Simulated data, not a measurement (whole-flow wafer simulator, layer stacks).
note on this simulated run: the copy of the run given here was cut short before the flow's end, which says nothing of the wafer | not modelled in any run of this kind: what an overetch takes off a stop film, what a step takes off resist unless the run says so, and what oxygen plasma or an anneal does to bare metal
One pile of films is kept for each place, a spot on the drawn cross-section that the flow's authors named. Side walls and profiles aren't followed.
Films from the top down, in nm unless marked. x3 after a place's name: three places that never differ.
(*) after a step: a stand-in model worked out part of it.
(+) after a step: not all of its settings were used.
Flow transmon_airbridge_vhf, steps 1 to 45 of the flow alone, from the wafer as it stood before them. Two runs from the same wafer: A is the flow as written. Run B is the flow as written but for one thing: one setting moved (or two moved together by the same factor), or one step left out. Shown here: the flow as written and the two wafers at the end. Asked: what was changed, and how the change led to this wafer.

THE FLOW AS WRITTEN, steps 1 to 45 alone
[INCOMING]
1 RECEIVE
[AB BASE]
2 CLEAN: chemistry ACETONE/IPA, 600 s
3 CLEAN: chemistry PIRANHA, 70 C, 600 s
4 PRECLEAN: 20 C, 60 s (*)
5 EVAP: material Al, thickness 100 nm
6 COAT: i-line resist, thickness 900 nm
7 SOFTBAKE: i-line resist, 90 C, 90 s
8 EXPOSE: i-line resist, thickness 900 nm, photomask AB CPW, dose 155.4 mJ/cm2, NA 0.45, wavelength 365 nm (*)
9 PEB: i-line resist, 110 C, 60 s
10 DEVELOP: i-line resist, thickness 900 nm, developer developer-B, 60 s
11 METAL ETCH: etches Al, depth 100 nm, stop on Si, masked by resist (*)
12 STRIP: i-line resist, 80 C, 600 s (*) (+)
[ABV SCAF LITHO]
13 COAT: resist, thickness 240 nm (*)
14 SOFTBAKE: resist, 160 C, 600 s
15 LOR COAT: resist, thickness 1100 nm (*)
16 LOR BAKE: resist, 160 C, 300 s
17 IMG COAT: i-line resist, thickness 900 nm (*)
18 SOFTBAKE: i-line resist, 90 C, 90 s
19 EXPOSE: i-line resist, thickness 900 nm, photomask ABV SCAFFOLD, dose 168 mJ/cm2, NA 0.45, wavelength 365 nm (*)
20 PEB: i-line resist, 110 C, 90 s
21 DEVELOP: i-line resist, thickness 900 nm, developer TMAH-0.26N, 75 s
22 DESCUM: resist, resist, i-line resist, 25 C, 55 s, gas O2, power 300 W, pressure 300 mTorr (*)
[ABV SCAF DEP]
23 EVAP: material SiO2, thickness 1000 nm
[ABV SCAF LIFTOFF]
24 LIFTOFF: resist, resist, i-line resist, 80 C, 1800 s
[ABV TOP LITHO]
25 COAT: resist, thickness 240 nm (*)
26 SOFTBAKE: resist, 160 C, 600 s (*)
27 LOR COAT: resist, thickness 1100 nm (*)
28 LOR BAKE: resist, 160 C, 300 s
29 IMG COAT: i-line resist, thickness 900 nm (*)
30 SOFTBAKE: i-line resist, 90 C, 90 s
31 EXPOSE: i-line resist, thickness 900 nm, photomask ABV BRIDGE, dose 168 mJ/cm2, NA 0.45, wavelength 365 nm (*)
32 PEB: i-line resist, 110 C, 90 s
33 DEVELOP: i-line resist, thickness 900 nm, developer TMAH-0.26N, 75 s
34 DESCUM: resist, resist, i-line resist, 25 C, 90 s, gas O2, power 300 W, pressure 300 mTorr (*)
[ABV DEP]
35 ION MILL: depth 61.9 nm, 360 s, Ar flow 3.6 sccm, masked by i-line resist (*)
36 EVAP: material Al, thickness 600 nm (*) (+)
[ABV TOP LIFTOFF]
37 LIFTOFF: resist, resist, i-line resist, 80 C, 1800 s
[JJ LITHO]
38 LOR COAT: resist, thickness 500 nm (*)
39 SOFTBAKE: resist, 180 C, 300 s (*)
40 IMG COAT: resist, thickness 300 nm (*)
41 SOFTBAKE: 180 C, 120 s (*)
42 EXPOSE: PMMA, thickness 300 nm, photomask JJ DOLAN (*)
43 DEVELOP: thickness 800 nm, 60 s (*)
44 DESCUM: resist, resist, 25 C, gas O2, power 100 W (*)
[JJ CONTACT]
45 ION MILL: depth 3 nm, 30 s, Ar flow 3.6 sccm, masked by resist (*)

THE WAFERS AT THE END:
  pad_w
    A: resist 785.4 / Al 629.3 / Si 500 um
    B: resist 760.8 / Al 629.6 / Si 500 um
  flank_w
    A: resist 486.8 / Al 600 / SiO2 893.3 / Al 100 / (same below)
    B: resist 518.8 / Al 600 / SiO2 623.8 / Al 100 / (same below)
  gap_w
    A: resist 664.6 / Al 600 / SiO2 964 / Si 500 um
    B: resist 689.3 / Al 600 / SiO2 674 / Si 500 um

The cause: step 23, EVAP: thickness 710 nm was run, where the flow has thickness 1000 nm.

How the change led to this, step by step:
  23 EVAP: material SiO2, thickness 1000 nm
      field x3, jj_line, ground_far and 10 more: A SiO2 +1000 (new film) | B SiO2 +710 (new film)
      flank_w, flank_e: A SiO2 +929.3 (new film) | B SiO2 +659.8 (new film)
  24 LIFTOFF: resist, resist, i-line resist, 80 C, 1800 s
      field x3, jj_line, trace_open_s x2: A SiO2 -1000 (all of it), i-line resist -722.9 (all of it), resist -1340 (all of it) | B SiO2 -710 (all of it), i-line resist -722.9 (all of it), resist -1340 (all of it)
      pad_w, pad_e: A SiO2 -1000 (all of it), i-line resist -718 (all of it), resist -1330.2 (all of it) | B SiO2 -710 (all of it), i-line resist -718 (all of it), resist -1330.2 (all of it)
      (and at 1 more place)
  25 COAT: resist, thickness 240 nm (*)
      flank_w, flank_e: A resist +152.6 (new film) | B resist +162.5 (new film)
      gap_w, gap_e: A resist +210.7 (new film) | B resist +223.1 (new film)
      (and at 6 more places)
  27 LOR COAT: resist, thickness 1100 nm (*)
      gap_w, gap_e: A resist +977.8 | B resist +1018.2
      margin_s, margin_n: A resist +823.4 | B resist +894.6
      (and at 6 more places)
  29 IMG COAT: i-line resist, thickness 900 nm (*)
      gap_w, gap_e: A i-line resist +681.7 (new film) | B i-line resist +752.4 (new film)
      margin_s, margin_n: A i-line resist +603.2 (new film) | B i-line resist +694.7 (new film)
      (and at 7 more places)
  32 PEB: i-line resist, 110 C, 90 s
      pad_w, pad_e: A i-line resist -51 | B i-line resist -49.6
      flank_w, flank_e: A i-line resist -38.3 | B i-line resist -41.2
      (and at 7 more places)
  33 DEVELOP: i-line resist, thickness 900 nm, developer TMAH-0.26N, 75 s
      gap_w, gap_e: A i-line resist -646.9 (all of it), resist -977.8 | B i-line resist -713.9 (all of it), resist -1018.2
      pad_w: A i-line resist -937.2 (all of it), resist -1247.8 | B i-line resist -912.5 (all of it), resist -1202.4
      (and at 5 more places)
  34 DESCUM: resist, resist, i-line resist, 25 C, 90 s, gas O2, power 300 W, pressure 300 mTorr (*)
      flank_w, flank_e: A resist -152.6 (all of it) | B resist -162.5 (all of it)
      gap_w, gap_e: A resist -210.7 (all of it) | B resist -223.1 (all of it)
      (and at 4 more places)
  37 LIFTOFF: resist, resist, i-line resist, 80 C, 1800 s
      margin_s, margin_n: A Al -600 (all of it), i-line resist -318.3 (all of it), resist -992 (all of it) | B Al -600 (all of it), i-line resist -405 (all of it), resist -1080 (all of it)
      ground_far: A Al -600 (all of it), i-line resist -717.9 (all of it), resist -1384.9 (all of it) | B Al -600 (all of it), i-line resist -681.7 (all of it), resist -1374.8 (all of it)
  38 LOR COAT: resist, thickness 500 nm (*)
      pad_w, pad_e: A resist +517 (new film) | B resist +500.4 (new film)
      flank_w, flank_e: A resist +306.5 (new film) | B resist +329.2 (new film)
      (and at 6 more places)
  40 IMG COAT: resist, thickness 300 nm (*)
      pad_w, pad_e: A resist +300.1 | B resist +292.2
      flank_w, flank_e: A resist +212.1 | B resist +221.4
      (and at 6 more places)
